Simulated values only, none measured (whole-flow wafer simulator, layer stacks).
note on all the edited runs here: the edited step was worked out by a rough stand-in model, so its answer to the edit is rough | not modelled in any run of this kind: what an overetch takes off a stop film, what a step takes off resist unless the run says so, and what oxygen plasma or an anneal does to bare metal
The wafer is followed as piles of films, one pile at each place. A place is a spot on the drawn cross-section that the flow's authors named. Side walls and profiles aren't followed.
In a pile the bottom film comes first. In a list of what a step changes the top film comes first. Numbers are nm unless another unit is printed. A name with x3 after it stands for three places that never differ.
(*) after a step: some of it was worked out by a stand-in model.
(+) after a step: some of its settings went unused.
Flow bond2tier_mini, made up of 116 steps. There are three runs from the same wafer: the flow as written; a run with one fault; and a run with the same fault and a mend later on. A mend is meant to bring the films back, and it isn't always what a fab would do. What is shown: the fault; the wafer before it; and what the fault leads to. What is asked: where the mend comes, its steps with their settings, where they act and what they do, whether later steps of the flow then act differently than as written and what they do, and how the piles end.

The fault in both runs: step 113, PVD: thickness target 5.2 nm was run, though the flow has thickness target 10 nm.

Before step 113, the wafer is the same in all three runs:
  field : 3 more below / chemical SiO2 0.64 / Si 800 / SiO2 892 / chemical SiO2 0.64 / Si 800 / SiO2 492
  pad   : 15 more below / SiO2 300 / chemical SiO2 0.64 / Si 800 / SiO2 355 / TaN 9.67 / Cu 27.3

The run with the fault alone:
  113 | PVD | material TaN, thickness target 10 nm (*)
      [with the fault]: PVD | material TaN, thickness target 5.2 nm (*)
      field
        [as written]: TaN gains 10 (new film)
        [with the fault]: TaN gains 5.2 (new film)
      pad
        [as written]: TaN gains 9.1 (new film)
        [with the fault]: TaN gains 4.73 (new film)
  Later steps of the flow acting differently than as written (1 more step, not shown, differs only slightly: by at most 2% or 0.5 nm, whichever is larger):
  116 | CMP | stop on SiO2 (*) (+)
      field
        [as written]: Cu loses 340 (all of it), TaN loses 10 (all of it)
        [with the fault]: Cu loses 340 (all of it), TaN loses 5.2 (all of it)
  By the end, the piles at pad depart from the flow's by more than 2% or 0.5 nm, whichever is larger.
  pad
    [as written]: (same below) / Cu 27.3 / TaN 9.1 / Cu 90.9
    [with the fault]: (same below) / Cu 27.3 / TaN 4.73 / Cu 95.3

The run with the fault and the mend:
  The mend stands after step 113.
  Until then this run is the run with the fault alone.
  113a | PVD | material TaN, thickness target 4.8 nm (*) (the flow's step 113 again, with other settings)
      field
        TaN gains 4.8
      pad
        TaN gains 4.37
  Later steps of the flow that are run all act as written at every place that is followed.
  At every place that both follow, the piles at the end match the flow's.
